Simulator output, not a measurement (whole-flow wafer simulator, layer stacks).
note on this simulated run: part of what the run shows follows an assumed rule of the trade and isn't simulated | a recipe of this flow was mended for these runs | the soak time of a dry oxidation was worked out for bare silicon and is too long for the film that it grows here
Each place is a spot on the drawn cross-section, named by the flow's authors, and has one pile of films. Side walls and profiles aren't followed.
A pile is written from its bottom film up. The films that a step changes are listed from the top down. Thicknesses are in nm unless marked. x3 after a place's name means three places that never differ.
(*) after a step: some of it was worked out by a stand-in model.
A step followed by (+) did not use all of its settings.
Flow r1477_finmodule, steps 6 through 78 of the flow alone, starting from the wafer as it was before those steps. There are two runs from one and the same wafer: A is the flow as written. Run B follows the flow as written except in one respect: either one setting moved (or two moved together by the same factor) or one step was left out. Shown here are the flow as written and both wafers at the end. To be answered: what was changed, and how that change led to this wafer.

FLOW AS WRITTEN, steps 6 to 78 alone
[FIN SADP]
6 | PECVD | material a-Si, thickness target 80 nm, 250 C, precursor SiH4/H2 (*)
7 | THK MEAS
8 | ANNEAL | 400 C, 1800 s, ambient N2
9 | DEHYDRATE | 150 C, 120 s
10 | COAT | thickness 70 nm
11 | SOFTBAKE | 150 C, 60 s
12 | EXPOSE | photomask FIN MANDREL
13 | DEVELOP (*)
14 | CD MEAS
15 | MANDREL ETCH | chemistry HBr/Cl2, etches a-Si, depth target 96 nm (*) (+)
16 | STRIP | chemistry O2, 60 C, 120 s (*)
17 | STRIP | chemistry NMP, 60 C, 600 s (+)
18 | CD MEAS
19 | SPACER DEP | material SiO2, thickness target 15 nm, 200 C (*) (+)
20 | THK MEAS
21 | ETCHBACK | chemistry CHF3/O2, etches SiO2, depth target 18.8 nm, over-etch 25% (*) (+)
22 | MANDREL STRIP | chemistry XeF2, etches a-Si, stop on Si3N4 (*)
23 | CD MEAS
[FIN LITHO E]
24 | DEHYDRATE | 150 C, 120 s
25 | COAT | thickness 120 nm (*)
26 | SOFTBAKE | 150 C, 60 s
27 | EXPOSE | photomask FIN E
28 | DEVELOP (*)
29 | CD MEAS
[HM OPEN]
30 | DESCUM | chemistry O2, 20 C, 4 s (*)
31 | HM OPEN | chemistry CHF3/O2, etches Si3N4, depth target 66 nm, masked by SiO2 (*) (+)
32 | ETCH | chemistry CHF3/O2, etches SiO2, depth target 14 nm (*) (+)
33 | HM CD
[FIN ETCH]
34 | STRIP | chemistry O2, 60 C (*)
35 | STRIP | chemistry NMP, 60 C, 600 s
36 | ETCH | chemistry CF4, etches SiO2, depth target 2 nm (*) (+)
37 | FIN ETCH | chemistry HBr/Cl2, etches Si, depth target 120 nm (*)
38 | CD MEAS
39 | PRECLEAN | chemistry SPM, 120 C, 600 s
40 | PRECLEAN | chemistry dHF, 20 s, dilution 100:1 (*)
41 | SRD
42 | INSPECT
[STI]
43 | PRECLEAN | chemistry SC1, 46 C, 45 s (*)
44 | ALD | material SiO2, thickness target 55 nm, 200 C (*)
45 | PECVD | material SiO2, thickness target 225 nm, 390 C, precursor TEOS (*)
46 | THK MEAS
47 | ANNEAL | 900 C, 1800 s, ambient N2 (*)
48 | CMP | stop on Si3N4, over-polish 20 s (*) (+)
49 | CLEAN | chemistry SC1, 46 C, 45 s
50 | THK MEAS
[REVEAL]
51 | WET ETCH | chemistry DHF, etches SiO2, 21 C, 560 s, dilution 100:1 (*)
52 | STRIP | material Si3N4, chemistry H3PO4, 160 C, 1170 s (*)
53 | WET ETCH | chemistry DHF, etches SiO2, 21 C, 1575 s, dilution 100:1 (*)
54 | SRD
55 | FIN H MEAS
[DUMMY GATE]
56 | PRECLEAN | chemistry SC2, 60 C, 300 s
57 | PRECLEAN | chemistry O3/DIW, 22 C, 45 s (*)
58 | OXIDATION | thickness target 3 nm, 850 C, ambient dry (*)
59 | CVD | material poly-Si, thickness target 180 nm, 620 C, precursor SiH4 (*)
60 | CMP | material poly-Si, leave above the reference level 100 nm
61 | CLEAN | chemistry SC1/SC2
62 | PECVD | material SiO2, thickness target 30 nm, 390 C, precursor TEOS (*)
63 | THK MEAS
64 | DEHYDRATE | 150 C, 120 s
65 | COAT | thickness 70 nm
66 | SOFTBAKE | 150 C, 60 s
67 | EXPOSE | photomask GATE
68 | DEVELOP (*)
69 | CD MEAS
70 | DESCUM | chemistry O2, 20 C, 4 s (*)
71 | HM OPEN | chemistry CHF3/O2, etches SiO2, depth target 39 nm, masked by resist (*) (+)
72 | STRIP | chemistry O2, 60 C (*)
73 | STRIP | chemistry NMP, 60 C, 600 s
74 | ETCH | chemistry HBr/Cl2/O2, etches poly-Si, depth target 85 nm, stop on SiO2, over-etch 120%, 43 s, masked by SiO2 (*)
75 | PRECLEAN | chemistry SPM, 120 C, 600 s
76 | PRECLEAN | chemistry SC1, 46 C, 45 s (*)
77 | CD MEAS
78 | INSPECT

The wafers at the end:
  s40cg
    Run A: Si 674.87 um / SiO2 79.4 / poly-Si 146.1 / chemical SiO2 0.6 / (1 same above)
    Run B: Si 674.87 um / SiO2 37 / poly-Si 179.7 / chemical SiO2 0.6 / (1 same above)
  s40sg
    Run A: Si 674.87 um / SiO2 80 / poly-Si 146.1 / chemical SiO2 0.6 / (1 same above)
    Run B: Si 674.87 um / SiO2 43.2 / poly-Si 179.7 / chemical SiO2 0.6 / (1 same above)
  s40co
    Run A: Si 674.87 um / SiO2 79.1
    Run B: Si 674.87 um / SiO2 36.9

The reason: step 19, SPACER DEP: material SiO2, thickness target 15 nm, 200 C (*) (+), was not run.

Step by step, how the change led to this:
  21 | ETCHBACK | chemistry CHF3/O2, etches SiO2, depth target 18.8 nm, over-etch 25% (*) (+)
      pad, padg, elg x4 and 18 more: A SiO2 loses 15 (all of it), Si3N4 loses 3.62 | B Si3N4 loses 17.9
      s40cg, s45cg, s50cg, s40co, s45co, s50co: A SiO2 loses 15 (all of it), chemical SiO2 loses 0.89 (all of it), a-Si loses 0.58 | B chemical SiO2 loses 0.89 (all of it), a-Si loses 3.58
  22 | MANDREL STRIP | chemistry XeF2, etches a-Si, stop on Si3N4 (*)
      s40cg, s45cg, s50cg, s40co, s45co, s50co: A a-Si loses 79 (all of it) | B a-Si loses 76 (all of it)
  25 | COAT | thickness 120 nm (*)
      s40cg, s40co: A e-beam-resist gains 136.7 (new film) | B e-beam-resist gains 106.6 (new film)
      s40sg, s40so: A e-beam-resist gains 142.6 (new film) | B e-beam-resist gains 126.7 (new film)
      (and at 8 other places as well)
  28 | DEVELOP (*)
      s40cg, s40co: A e-beam-resist loses 136.7 (all of it) | B e-beam-resist loses 106.6 (all of it)
      s40sg, s40so: A e-beam-resist loses 142.6 (all of it) | B e-beam-resist loses 126.7 (all of it)
      (and at 8 other places as well)
  31 | HM OPEN | chemistry CHF3/O2, etches Si3N4, depth target 66 nm, masked by SiO2 (*) (+)
      pad, padg, esg and 13 more: A Si3N4 loses 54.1 (all of it), SiO2 loses 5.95 | B Si3N4 loses 39.8 (all of it), SiO2 loses 10 (all of it), Si loses 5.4
  32 | ETCH | chemistry CHF3/O2, etches SiO2, depth target 14 nm (*) (+)
      pad, padg, s40sg, s45sg, s50sg, s40so, s45so, s50so: A SiO2 loses 4.05 (all of it), Si loses 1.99 | B Si loses 2.8
      esg, eso: A SiO2 loses 4.05 (all of it), Si loses 1.99 | B Si loses 2.33
      (and at 6 other places as well)
  36 | ETCH | chemistry CF4, etches SiO2, depth target 2 nm (*) (+)
      elg x4, elo x4: A Si3N4 loses 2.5 | B nothing
  44 | ALD | material SiO2, thickness target 55 nm, 200 C (*)
      s40cg, s45cg, s50cg, s40co, s45co, s50co: A SiO2 gains 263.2 (new film) | B SiO2 gains 55.1 (new film)
      s40sg, s45sg, s50sg, s40so, s45so, s50so: A SiO2 gains 263.8 (new film) | B SiO2 gains 55.1 (new film)
      (and at 8 other places as well)
  48 | CMP | stop on Si3N4, over-polish 20 s (*) (+)
      elg x4, elo x4: A SiO2 loses 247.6 | B SiO2 loses 269.9 (all of it), Si3N4 loses 1.12
      esg, e40sg, e100sg, e200sg, e40so, e100so, e200so: A SiO2 loses 247.6 | B SiO2 loses 271
      (and at 15 other places as well)
  51 | WET ETCH | chemistry DHF, etches SiO2, 21 C, 560 s, dilution 100:1 (*)
      elg x4, elo x4: A SiO2 loses 22.3 (all of it), Si3N4 loses 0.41 | B Si3N4 loses 1.52
      s40cg, s40sg, s45cg and 9 more: A SiO2 loses 28.1 | B SiO2 loses 30.5
  52 | STRIP | material Si3N4, chemistry H3PO4, 160 C, 1170 s (*)
      elg x4, elo x4: A Si3N4 loses 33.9 (all of it), SiO2 loses 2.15 | B Si3N4 loses 19.8 (all of it), SiO2 loses 2.59
  53 | WET ETCH | chemistry DHF, etches SiO2, 21 C, 1575 s, dilution 100:1 (*)
      s40cg, s45cg, s50cg, s40co, s45co, s50co: A SiO2 loses 79.1 | B SiO2 loses 84.1
      s40sg, s45sg, s50sg, s40so, s45so, s50so: A SiO2 loses 79.1 | B SiO2 loses 84.6
  59 | CVD | material poly-Si, thickness target 180 nm, 620 C, precursor SiH4 (*)
      s40cg, s40sg, s45cg and 9 more: A poly-Si gains 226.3 (new film) | B poly-Si gains 180 (new film)
      esg, e40sg, e100sg, e40so, e100so: A poly-Si gains 226.3 (new film) | B poly-Si gains 261.5 (new film)
      (and at 3 other places as well)
  60 | CMP | material poly-Si, leave above the reference level 100 nm
      s40cg, s40sg, s45cg and 9 more: A poly-Si loses 80 | B nothing
      pad, padg: A poly-Si loses 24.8 | B nothing
      (and at 2 other places as well)
  74 | ETCH | chemistry HBr/Cl2/O2, etches poly-Si, depth target 85 nm, stop on SiO2, over-etch 120%, 43 s, masked by SiO2 (*)
      s40co, s40so, s45co, s45so, s50co, s50so: A chemical SiO2 loses 1.12 (all of it), poly-Si loses 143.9 (all of it), SiO2 loses 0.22 | B chemical SiO2 loses 1.12 (all of it), poly-Si loses 177.6 (all of it)
      pad: A chemical SiO2 loses 1.12 (all of it), poly-Si loses 152.8 (all of it), SiO2 loses 0.17 | B chemical SiO2 loses 1.12 (all of it), poly-Si loses 177.6 (all of it)
      (and at 4 other places as well)
